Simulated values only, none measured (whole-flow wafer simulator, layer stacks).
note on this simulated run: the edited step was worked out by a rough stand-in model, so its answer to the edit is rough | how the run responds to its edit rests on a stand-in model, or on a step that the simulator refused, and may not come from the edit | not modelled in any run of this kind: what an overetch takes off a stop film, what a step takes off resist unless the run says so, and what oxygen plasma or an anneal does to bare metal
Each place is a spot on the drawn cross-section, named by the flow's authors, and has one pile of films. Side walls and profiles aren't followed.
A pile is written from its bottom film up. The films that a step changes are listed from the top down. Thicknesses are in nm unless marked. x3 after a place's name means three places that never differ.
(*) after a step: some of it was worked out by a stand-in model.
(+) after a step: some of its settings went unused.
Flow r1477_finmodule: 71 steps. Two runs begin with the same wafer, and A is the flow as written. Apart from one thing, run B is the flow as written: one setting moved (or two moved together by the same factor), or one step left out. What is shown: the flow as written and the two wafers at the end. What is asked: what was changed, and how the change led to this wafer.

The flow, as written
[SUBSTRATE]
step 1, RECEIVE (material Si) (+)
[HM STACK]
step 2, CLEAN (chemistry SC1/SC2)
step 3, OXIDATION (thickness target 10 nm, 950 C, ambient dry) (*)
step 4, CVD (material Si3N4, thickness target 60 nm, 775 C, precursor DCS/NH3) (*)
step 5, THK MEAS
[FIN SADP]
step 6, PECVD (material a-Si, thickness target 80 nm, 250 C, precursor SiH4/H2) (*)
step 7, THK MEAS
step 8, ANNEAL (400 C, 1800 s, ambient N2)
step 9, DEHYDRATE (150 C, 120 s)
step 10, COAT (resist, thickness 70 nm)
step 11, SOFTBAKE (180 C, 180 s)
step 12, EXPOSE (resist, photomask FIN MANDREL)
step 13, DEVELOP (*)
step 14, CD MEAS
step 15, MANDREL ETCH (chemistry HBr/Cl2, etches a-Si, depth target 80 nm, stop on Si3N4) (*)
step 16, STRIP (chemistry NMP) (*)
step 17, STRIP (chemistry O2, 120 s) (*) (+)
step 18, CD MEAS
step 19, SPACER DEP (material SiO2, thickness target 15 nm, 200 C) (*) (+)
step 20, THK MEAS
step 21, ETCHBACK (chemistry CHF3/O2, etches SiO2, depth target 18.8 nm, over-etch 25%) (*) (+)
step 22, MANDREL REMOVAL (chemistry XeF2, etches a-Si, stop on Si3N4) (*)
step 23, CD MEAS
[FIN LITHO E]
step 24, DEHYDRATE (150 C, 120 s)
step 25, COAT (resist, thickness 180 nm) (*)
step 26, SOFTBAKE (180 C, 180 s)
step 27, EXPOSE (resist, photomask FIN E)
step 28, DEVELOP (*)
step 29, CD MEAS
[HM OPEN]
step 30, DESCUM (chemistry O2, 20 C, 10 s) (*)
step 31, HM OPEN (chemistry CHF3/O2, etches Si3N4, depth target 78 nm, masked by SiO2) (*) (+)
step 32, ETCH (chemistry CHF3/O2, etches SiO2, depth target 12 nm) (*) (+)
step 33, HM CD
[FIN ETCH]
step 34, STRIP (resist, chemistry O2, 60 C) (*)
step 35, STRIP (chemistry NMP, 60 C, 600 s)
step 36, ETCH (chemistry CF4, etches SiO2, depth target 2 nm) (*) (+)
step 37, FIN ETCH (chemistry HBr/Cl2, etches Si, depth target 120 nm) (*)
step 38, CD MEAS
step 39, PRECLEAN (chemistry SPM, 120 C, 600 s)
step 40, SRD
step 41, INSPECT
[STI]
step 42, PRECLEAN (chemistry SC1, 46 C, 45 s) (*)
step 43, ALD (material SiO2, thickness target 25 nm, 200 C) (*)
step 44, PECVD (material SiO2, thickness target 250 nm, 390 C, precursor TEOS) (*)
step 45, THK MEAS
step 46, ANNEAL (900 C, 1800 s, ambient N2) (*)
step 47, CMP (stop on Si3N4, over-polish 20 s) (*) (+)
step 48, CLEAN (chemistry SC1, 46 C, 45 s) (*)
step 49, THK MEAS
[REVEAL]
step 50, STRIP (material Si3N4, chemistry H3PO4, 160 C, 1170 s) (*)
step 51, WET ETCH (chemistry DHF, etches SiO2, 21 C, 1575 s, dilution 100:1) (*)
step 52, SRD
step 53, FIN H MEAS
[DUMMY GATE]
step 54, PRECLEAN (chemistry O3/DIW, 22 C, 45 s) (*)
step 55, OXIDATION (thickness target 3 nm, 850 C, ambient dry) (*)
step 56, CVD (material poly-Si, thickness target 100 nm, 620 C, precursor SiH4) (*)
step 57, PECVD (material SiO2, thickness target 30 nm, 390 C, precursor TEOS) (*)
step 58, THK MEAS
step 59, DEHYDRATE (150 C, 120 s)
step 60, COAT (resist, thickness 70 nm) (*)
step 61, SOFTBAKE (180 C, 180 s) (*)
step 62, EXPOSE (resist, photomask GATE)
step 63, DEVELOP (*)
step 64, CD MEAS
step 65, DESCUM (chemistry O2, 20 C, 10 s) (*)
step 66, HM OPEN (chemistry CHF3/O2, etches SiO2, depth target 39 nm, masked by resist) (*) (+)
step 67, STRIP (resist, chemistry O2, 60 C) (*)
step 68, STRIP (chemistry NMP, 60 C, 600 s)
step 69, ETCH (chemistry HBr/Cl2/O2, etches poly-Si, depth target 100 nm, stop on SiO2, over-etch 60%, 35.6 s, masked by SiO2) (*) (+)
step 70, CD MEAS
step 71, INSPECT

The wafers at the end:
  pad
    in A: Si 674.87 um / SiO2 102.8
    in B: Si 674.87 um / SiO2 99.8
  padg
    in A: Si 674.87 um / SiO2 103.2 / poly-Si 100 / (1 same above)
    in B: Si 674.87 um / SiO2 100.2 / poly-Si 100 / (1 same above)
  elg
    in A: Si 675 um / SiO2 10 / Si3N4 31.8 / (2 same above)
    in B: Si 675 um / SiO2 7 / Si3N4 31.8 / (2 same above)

The reason: step 3, OXIDATION: thickness target 7 nm was run, whereas the flow has thickness target 10 nm.
The wafer lets one read it off: elg has SiO2 7, and step 3 as written asks for 10 nm.

The path from the change to this, step by step:
  step 3, OXIDATION (thickness target 10 nm, 950 C, ambient dry) (*)
      pad, padg, elg and 33 more: A +10 SiO2 (new film), -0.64 chemical SiO2 (all of it), -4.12 Si | B +7 SiO2 (new film), -0.64 chemical SiO2 (all of it), -2.8 Si
  step 31, HM OPEN (chemistry CHF3/O2, etches Si3N4, depth target 78 nm, masked by SiO2) (*) (+)
      s40cg, s45cg, s50cg, s40co, s45co, s50co: A -60 Si3N4 (all of it), -9 SiO2 | B -60 Si3N4 (all of it), -7 SiO2 (all of it)
      pad, padg, esg and 13 more: A -56.4 Si3N4 (all of it), -10 SiO2 (all of it) | B -56.4 Si3N4 (all of it), -7 SiO2 (all of it)
  step 32, ETCH (chemistry CHF3/O2, etches SiO2, depth target 12 nm) (*) (+)
      s40cg, s40co: A -1 SiO2 (all of it), -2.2 Si | B -2.09 Si
      s45cg, s45co: A -1 SiO2 (all of it), -2.2 Si | B -2.12 Si
      (also at 2 further places)
  step 47, CMP (stop on Si3N4, over-polish 20 s) (*) (+)
      pad, padg, e40sg and 11 more: A -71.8 SiO2 | B -74.8 SiO2
      eso: A -72.4 SiO2 | B -75.4 SiO2
  step 51, WET ETCH (chemistry DHF, etches SiO2, 21 C, 1575 s, dilution 100:1) (*)
      s40sg_line, s45sg_line, s50sg_line, s40so_line, s45so_line, s50so_line: A -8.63 SiO2 (all of it) | B -5.63 SiO2 (all of it)
  step 56, CVD (material poly-Si, thickness target 100 nm, 620 C, precursor SiH4) (*)
      s40cg, s40co: A +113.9 poly-Si (new film) | B +116.9 poly-Si (new film)
      s45cg, s45co: A +113.4 poly-Si (new film) | B +116.4 poly-Si (new film)
      (also at 2 further places)
  step 60, COAT (resist, thickness 70 nm) (*)
      s40sg, s40so: A +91 resist (new film) | B +93.9 resist (new film)
      s45sg, s45so: A +91 resist (new film) | B +93.8 resist (new film)
      (also at 2 further places)
  step 63, DEVELOP (*)
      s40so: A -91 resist (all of it) | B -93.9 resist (all of it)
      s45so: A -91 resist (all of it) | B -93.8 resist (all of it)
      (also at 1 further place)
  step 67, STRIP (resist, chemistry O2, 60 C) (*)
      s40sg: A -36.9 resist (all of it) | B -39.8 resist (all of it)
      s45sg: A -36.9 resist (all of it) | B -39.7 resist (all of it)
      (also at 1 further place)
  step 69, ETCH (chemistry HBr/Cl2/O2, etches poly-Si, depth target 100 nm, stop on SiO2, over-etch 60%, 35.6 s, masked by SiO2) (*) (+)
      s40co: A -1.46 chemical SiO2 (all of it), -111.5 poly-Si (all of it), -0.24 SiO2 | B -1.46 chemical SiO2 (all of it), -114.5 poly-Si (all of it), -0.23 SiO2
      s45co: A -1.46 chemical SiO2 (all of it), -110.9 poly-Si (all of it), -0.25 SiO2 | B -1.46 chemical SiO2 (all of it), -113.9 poly-Si (all of it), -0.23 SiO2
      (also at 1 further place)
